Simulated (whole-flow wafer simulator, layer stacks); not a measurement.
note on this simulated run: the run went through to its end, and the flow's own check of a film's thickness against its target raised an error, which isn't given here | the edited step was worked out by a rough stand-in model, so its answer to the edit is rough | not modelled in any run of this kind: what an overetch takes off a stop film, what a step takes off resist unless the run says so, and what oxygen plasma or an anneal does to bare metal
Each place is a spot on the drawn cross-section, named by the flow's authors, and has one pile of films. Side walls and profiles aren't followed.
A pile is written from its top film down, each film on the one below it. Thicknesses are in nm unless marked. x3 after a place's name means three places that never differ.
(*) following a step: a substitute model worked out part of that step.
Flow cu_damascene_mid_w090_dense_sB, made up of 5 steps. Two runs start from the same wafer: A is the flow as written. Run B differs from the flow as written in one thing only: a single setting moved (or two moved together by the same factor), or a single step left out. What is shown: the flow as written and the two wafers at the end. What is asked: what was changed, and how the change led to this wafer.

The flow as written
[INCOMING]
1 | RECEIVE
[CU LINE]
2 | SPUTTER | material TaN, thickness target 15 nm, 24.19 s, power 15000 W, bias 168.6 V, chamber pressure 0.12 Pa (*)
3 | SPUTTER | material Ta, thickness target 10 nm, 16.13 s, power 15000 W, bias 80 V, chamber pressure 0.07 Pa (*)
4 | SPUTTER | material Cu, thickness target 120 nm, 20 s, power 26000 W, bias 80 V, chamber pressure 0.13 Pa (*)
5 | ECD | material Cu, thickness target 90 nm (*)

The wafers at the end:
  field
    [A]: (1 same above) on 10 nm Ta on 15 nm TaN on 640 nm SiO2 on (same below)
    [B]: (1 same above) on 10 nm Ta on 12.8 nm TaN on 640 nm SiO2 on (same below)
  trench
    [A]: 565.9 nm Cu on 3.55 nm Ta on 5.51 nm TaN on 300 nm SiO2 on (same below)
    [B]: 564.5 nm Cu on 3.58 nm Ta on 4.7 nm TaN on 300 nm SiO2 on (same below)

What caused this: step 2, SPUTTER: thickness target 12.8 nm was run, though the flow has thickness target 15 nm; step 2, SPUTTER: 20.56 s was run, where the flow has 24.19 s.
The wafer lets one read it off: field has TaN 12.8, and step 2 as written asks for 15 nm.

How this came from the change, step by step:
  2 | SPUTTER | material TaN, thickness target 15 nm, 24.19 s, power 15000 W, bias 168.6 V, chamber pressure 0.12 Pa (*)
      field: A TaN gains 15 (new film) | B TaN gains 12.8 (new film)
      trench: A TaN gains 5.51 (new film) | B TaN gains 4.7 (new film)
